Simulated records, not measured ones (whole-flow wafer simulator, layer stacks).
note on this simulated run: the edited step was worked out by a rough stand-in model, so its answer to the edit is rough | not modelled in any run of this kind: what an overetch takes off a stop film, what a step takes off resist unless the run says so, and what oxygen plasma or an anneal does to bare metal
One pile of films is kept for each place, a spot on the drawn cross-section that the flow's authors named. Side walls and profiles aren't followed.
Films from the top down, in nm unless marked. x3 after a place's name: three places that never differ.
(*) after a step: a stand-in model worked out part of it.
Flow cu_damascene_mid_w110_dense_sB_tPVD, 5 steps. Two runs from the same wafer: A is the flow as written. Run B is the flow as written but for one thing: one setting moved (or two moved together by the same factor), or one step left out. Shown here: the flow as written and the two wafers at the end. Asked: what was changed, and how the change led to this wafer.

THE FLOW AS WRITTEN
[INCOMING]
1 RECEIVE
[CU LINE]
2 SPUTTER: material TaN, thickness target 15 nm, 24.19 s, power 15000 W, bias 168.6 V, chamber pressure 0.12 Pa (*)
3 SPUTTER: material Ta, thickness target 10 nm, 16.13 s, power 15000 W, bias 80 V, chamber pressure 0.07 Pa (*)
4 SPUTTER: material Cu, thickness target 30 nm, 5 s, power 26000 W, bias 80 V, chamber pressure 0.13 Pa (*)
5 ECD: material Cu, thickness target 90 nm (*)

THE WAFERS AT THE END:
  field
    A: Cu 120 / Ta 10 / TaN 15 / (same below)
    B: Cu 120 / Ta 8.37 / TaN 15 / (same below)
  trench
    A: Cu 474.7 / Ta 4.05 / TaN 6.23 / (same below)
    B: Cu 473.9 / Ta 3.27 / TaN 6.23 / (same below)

The cause: step 3, SPUTTER: power 12560 W was run, where the flow has power 15000 W.

How the change led to this, step by step:
  3 SPUTTER: material Ta, thickness target 10 nm, 16.13 s, power 15000 W, bias 80 V, chamber pressure 0.07 Pa (*)
      field: A Ta +10 (new film) | B Ta +8.37 (new film)
      trench: A Ta +4.05 (new film) | B Ta +3.27 (new film)
